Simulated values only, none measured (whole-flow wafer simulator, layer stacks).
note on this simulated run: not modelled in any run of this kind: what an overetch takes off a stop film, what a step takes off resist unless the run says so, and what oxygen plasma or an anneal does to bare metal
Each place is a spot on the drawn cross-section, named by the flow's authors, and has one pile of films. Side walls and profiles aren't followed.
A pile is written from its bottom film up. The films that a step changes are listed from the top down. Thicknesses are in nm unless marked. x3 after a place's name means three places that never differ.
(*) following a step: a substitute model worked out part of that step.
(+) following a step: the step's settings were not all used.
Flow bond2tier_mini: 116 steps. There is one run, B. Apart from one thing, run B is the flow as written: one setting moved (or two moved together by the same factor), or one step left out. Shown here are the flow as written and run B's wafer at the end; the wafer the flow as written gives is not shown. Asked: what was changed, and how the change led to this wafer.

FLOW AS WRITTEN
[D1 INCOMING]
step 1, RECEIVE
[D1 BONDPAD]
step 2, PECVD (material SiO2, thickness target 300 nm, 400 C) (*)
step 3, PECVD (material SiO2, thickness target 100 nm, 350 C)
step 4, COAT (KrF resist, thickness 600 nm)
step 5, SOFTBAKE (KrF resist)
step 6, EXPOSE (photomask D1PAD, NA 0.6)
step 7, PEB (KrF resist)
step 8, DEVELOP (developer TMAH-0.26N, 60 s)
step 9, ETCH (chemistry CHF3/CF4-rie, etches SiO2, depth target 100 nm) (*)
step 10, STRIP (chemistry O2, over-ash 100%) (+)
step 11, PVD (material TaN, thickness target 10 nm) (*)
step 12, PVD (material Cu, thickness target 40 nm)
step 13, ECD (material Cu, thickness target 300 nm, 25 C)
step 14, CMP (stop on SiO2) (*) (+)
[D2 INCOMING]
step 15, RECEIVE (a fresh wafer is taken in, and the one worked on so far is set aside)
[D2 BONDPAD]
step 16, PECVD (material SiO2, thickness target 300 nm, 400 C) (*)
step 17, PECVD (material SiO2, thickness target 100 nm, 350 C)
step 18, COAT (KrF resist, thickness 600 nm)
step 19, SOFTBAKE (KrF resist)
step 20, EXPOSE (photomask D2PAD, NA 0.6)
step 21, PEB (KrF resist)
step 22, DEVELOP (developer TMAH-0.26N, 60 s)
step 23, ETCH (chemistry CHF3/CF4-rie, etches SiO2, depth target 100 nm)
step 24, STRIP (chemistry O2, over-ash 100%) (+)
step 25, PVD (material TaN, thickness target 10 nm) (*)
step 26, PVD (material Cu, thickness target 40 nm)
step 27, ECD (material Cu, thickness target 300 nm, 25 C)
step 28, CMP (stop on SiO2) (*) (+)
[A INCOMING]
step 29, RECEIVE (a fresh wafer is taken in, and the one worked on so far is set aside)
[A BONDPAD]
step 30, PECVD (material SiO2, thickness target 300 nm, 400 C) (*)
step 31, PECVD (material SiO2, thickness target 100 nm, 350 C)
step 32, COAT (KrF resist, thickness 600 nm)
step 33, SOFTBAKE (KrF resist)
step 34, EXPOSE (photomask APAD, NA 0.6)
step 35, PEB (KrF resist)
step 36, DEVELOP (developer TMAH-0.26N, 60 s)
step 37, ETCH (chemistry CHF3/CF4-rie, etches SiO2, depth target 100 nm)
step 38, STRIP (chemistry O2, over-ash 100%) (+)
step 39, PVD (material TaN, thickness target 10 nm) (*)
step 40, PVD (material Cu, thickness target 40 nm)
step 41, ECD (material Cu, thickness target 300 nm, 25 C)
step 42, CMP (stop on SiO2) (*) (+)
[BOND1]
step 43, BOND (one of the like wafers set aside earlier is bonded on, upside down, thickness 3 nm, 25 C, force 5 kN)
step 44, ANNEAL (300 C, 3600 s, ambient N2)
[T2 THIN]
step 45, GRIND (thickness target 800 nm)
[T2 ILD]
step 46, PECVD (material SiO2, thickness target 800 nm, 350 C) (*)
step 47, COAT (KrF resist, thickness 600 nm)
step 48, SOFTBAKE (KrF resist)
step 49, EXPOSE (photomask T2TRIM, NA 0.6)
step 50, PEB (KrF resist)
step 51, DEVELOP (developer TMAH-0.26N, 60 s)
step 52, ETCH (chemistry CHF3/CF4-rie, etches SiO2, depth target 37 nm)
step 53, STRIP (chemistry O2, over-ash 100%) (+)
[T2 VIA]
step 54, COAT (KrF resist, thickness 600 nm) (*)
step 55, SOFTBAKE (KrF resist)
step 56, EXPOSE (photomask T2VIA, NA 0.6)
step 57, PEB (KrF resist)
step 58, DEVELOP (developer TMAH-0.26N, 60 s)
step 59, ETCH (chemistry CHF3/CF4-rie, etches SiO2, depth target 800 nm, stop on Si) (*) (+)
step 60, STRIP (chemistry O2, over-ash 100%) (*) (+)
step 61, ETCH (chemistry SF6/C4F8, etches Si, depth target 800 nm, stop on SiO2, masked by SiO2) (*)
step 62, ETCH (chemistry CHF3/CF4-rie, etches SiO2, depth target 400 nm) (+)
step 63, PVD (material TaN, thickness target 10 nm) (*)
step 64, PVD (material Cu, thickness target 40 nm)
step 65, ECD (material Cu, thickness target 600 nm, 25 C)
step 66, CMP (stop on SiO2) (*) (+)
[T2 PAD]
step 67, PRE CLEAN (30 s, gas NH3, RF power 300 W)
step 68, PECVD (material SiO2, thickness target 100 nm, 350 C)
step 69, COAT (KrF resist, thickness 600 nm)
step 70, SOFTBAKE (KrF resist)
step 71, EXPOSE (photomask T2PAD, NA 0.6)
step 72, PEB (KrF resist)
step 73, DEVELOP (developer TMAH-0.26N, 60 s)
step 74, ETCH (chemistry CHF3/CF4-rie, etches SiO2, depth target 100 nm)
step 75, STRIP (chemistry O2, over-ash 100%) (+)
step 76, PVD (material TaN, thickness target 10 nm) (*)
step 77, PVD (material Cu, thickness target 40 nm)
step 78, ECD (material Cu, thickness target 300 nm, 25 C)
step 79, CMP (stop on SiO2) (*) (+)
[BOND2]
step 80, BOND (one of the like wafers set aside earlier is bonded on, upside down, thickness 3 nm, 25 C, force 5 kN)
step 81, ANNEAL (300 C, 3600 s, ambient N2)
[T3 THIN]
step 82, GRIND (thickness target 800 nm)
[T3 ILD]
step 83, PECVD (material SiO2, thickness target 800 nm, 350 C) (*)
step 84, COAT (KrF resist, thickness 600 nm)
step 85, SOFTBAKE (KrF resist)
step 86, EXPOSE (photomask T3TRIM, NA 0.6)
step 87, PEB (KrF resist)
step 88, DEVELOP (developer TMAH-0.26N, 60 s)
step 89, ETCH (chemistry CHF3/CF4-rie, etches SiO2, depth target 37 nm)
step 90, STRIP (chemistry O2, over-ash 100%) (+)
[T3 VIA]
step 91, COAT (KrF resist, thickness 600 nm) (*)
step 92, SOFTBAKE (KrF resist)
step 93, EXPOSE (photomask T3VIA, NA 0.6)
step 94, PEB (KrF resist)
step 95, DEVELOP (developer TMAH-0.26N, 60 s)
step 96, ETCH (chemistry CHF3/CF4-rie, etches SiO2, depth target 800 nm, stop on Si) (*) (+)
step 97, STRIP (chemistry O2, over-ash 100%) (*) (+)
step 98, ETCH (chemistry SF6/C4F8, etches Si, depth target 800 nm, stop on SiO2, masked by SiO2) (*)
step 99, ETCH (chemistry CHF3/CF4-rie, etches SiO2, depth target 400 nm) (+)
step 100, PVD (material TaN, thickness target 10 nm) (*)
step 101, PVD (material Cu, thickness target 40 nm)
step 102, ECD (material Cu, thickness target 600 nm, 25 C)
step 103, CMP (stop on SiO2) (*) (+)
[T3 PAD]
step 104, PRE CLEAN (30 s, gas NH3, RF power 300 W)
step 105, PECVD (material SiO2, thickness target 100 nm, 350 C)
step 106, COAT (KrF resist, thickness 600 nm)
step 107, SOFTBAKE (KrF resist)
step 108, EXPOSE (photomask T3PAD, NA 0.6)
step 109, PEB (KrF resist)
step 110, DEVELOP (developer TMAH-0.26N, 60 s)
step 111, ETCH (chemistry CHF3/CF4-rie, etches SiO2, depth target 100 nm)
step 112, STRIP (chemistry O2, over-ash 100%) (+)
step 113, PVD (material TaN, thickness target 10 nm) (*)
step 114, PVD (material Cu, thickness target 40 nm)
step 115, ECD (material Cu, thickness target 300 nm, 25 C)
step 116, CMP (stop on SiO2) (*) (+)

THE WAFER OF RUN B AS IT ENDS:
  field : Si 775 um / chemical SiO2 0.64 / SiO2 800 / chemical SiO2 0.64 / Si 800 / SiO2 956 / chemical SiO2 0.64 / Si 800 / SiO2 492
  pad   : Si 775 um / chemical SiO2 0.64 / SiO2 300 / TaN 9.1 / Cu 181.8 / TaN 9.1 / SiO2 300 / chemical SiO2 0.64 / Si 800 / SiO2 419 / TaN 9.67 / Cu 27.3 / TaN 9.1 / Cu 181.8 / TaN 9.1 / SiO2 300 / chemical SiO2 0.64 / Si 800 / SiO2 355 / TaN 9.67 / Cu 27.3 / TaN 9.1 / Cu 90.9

What caused this: step 62, ETCH: depth target 336 nm was run, whereas the flow has depth target 400 nm.

Step by step, how the change led to this:
  step 62, ETCH (chemistry CHF3/CF4-rie, etches SiO2, depth target 400 nm) (+)
      field, pad: SiO2 loses 336 (it would be, as written: SiO2 loses 400)
